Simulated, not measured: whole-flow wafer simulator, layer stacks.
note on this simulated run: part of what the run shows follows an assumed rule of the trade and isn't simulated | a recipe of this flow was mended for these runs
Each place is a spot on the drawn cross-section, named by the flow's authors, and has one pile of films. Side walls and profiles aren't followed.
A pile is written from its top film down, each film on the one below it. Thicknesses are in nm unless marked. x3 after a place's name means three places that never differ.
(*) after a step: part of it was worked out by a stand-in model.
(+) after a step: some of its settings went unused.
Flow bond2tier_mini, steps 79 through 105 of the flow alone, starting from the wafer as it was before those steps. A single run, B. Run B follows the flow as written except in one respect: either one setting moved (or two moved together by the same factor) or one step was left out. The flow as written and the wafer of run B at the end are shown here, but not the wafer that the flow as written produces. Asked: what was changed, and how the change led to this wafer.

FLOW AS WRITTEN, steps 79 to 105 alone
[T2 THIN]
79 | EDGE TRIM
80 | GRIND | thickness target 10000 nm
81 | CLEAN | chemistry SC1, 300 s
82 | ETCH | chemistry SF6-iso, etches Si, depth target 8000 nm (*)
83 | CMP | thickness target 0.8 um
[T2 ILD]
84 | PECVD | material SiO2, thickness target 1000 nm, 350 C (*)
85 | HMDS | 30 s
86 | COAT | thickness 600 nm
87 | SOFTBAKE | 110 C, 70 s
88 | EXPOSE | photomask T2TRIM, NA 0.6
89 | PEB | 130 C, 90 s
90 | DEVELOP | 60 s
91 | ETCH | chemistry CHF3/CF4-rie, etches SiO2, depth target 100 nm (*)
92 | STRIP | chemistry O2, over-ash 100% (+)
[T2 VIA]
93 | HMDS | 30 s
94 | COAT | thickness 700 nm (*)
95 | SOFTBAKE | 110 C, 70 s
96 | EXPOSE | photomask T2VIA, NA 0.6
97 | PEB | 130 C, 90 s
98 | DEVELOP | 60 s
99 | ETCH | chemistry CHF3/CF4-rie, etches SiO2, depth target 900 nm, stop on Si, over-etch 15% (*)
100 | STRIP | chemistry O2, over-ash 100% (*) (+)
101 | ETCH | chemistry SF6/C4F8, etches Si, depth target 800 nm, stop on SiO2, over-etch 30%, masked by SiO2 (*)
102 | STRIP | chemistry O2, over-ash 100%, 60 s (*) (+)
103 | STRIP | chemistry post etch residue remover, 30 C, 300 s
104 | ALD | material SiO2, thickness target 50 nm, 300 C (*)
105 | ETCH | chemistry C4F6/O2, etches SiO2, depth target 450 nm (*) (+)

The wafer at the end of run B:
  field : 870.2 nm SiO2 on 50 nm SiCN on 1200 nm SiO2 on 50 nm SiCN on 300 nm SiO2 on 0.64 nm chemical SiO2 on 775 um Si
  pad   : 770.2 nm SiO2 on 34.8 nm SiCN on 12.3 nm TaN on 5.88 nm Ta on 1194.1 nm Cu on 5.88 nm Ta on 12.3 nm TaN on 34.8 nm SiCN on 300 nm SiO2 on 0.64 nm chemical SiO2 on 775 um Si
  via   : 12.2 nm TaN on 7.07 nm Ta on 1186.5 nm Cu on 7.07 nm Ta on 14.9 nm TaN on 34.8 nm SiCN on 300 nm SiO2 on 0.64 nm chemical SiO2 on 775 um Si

Cause: step 82, ETCH: depth target 12800 nm was run, while the flow as written has depth target 8000 nm.

The path from the change to this, step by step:
  82 | ETCH | chemistry SF6-iso, etches Si, depth target 8000 nm (*)
      field, pad, via: chemical SiO2 loses 0.6 (all of it), Si loses 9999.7 (all of it), chemical SiO2 loses 0.64 (all of it), SiO2 loses 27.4 (it would be, as written: chemical SiO2 loses 0.6 (all of it), Si loses 8000)
  83 | CMP | thickness target 0.8 um
      field, pad, via: nothing (it would be, as written: Si loses 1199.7)
  84 | PECVD | material SiO2, thickness target 1000 nm, 350 C (*)
      field, pad, via: SiO2 gains 1000 (it would be, as written: SiO2 gains 1000 (new film))
  99 | ETCH | chemistry CHF3/CF4-rie, etches SiO2, depth target 900 nm, stop on Si, over-etch 15% (*)
      via: SiO2 loses 1035 (it would be, as written: SiO2 loses 900 (all of it), Si loses 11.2)
  101 | ETCH | chemistry SF6/C4F8, etches Si, depth target 800 nm, stop on SiO2, over-etch 30%, masked by SiO2 (*)
      via: SiO2 loses 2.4 (it would be, as written: Si loses 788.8 (all of it), chemical SiO2 loses 0.64 (all of it), SiO2 loses 1.87)
      field, pad: SiO2 loses 2.4 (it would be, as written: SiO2 loses 10.3)
  105 | ETCH | chemistry C4F6/O2, etches SiO2, depth target 450 nm (*) (+)
      via: SiO2 loses 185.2 (all of it), SiCN loses 34.8 (all of it), TaN loses 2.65 (it would be, as written: SiO2 loses 348.1 (all of it), SiCN loses 17.2)
